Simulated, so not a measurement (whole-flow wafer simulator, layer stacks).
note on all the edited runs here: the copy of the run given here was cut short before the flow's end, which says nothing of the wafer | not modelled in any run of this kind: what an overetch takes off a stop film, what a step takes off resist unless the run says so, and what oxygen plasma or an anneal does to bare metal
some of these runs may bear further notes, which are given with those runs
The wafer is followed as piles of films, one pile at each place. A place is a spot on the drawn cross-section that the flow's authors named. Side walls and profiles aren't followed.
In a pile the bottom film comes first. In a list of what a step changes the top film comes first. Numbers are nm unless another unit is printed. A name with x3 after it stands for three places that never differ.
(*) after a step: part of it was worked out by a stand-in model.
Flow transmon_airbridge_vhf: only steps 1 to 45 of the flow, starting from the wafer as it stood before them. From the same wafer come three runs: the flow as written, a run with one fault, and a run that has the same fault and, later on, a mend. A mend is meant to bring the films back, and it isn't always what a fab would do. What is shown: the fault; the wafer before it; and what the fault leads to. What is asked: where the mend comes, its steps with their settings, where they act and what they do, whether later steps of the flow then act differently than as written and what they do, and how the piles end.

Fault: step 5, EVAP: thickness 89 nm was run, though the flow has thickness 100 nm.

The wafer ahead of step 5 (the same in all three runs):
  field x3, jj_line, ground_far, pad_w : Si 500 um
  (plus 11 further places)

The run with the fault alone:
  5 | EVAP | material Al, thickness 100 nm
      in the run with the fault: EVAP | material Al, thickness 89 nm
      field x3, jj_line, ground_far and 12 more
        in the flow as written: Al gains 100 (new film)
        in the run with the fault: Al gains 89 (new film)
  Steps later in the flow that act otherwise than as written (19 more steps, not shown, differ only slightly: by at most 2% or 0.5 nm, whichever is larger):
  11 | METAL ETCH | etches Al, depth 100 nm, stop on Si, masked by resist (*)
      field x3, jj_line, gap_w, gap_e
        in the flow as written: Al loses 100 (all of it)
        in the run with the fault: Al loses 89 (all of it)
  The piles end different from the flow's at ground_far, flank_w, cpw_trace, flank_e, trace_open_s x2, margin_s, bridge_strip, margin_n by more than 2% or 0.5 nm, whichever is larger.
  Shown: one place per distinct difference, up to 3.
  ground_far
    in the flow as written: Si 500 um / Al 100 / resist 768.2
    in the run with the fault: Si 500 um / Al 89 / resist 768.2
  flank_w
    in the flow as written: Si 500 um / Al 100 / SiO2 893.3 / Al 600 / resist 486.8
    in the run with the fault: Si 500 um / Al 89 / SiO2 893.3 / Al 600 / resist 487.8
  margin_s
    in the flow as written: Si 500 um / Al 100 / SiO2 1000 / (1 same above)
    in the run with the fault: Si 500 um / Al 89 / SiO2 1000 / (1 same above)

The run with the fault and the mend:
  The mend stands after step 5.
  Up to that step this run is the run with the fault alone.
  5a | EVAP | material Al, thickness 11 nm (the flow's step 5 again, with other settings)
      field x3, jj_line, ground_far and 12 more
        Al gains 11
  None of the later steps of the flow acts differently than as written at any place that is followed.
  The piles end the same as the flow's at every place that both follow.
